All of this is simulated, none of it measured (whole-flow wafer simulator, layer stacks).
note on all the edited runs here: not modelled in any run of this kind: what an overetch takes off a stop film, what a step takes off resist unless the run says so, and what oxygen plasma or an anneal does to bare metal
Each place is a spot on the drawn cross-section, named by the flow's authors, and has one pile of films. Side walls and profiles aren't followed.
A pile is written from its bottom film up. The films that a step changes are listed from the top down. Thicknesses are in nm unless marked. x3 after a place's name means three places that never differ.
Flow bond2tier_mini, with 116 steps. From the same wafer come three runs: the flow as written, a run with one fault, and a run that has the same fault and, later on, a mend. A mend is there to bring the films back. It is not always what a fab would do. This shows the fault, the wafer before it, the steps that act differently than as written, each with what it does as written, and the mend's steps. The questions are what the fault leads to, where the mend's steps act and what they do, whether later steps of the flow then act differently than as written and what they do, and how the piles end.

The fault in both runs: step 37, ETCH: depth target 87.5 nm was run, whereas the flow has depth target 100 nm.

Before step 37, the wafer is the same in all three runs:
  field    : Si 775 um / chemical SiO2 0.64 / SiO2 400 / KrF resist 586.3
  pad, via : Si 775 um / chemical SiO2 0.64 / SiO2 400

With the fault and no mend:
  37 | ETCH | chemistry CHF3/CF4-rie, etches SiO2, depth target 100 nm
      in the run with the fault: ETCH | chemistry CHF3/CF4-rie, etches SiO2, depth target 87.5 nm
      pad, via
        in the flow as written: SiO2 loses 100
        in the run with the fault: SiO2 loses 87.5
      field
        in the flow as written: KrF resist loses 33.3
        in the run with the fault: KrF resist loses 29.2
  Later steps of the flow acting differently than as written (3 more steps, not shown, differ only slightly: by at most 2% or 0.5 nm, whichever is larger):
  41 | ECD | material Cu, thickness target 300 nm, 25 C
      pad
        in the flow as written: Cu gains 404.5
        in the run with the fault: Cu gains 391.4
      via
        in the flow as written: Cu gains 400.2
        in the run with the fault: Cu gains 387.6
  The piles end different from the flow's at pad by more than 2% or 0.5 nm, whichever is larger.
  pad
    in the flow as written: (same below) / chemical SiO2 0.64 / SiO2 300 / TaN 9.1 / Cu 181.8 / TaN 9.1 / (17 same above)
    in the run with the fault: (same below) / chemical SiO2 0.64 / SiO2 312.5 / TaN 9.21 / Cu 169.2 / TaN 9.1 / (17 same above)

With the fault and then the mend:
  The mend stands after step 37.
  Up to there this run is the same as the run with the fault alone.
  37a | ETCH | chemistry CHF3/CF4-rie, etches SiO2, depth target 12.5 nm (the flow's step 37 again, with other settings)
      pad, via
        SiO2 loses 12.5
      field
        KrF resist loses 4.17
  Every later step of the flow that is run acts as written at every place that is followed.
  At every place that both follow, the piles at the end match the flow's.
